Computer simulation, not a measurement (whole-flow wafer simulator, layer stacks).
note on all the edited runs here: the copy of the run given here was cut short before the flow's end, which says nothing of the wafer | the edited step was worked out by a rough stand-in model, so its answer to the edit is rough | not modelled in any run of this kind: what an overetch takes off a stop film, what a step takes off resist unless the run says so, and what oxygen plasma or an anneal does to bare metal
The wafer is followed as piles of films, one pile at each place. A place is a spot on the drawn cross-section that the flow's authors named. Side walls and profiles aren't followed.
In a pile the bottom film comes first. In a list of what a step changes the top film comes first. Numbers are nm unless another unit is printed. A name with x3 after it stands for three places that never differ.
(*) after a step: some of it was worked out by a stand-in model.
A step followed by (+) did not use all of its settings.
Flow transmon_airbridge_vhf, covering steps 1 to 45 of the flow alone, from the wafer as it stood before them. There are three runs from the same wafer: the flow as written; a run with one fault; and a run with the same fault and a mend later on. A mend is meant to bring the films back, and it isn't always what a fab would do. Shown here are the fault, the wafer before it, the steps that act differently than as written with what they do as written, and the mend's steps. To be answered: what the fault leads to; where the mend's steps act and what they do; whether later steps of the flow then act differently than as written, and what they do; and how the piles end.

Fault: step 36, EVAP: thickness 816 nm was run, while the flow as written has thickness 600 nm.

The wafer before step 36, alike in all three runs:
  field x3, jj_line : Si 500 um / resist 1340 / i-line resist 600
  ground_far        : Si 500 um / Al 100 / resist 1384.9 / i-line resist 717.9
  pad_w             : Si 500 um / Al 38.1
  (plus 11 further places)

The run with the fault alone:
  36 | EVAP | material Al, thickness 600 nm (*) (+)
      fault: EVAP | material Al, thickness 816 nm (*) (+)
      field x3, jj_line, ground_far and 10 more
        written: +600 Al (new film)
        fault: +816 Al (new film)
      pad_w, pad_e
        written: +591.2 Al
        fault: +804.1 Al
  Steps later in the flow that act otherwise than as written:
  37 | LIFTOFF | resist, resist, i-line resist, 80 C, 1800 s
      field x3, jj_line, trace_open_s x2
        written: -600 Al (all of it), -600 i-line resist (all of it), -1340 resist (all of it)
        fault: -816 Al (all of it), -600 i-line resist (all of it), -1340 resist (all of it)
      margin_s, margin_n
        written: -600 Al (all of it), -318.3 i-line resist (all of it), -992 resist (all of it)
        fault: -816 Al (all of it), -318.3 i-line resist (all of it), -992 resist (all of it)
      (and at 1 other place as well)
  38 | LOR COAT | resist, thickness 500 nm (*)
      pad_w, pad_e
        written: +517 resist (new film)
        fault: +501.6 resist (new film)
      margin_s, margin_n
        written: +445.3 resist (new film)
        fault: +461.2 resist (new film)
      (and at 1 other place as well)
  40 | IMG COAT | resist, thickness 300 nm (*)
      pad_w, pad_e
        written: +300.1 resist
        fault: +291.5 resist
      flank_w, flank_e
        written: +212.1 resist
        fault: +205.1 resist
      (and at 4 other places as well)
  At pad_w, flank_w, gap_w and 7 more, the piles at the end differ from the flow's by more than 2% or 0.5 nm, whichever is larger.
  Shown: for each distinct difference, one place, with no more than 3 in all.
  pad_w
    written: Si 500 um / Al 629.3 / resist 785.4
    fault: Si 500 um / Al 842.1 / resist 761.4
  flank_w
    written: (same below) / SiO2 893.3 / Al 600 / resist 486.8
    fault: (same below) / SiO2 893.3 / Al 816 / resist 474.5
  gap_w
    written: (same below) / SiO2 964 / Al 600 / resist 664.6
    fault: (same below) / SiO2 964 / Al 816 / resist 648.7

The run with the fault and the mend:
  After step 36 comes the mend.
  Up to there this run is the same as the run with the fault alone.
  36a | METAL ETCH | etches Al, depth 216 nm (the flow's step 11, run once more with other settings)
      field x3, jj_line, ground_far and 12 more
        -216 Al
  None of the later steps of the flow differs from how it acts as written, at any place that is followed, by more than 2% or 0.5 nm, whichever is larger.
  At the end the piles are close to the flow's at the places that both follow, differing by at most 2% or 0.5 nm, whichever is larger.
